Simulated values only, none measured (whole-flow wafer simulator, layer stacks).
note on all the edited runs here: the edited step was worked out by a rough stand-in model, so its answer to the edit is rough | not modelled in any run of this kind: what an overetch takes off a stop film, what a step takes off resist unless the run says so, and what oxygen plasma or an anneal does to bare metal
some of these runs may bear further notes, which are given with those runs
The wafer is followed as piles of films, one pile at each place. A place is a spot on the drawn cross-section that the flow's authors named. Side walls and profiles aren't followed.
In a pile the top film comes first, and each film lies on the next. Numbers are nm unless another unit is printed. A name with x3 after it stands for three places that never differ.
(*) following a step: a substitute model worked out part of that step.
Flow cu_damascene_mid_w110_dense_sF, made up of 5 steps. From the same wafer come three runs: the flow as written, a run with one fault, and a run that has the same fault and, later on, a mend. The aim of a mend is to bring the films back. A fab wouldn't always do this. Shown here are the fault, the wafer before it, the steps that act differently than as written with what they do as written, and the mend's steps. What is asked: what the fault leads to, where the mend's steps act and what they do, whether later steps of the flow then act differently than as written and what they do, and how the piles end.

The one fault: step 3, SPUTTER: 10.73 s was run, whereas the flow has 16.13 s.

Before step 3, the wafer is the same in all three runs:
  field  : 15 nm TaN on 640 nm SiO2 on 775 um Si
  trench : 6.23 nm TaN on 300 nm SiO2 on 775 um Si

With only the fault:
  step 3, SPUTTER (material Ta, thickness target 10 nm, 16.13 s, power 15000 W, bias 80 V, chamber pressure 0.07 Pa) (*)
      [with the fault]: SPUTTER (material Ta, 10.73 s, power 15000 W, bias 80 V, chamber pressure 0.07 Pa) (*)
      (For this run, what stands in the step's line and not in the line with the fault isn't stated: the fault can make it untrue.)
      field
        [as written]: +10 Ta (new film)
        [with the fault]: +6.65 Ta (new film)
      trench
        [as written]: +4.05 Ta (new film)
        [with the fault]: +2.69 Ta (new film)
  Later steps of the flow that are run all act as written at every place that is followed, up to a difference of at most 2% or 0.5 nm, whichever is larger.
  The piles end different from the flow's at field, trench by more than 2% or 0.5 nm, whichever is larger.
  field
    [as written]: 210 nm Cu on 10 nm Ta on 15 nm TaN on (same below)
    [with the fault]: 210 nm Cu on 6.65 nm Ta on 15 nm TaN on (same below)
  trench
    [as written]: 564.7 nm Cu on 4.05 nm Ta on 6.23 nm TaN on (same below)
    [with the fault]: 562.7 nm Cu on 2.69 nm Ta on 6.23 nm TaN on (same below)

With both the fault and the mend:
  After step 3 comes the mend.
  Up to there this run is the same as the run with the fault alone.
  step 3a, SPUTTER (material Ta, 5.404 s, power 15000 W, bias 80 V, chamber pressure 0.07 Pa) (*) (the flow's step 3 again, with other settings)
      field
        +3.35 Ta
      trench
        +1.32 Ta
  Later steps of the flow that are run all act as written at every place that is followed, up to a difference of at most 2% or 0.5 nm, whichever is larger.
  At the end the piles are close to the flow's at the places that both follow, differing by at most 2% or 0.5 nm, whichever is larger.
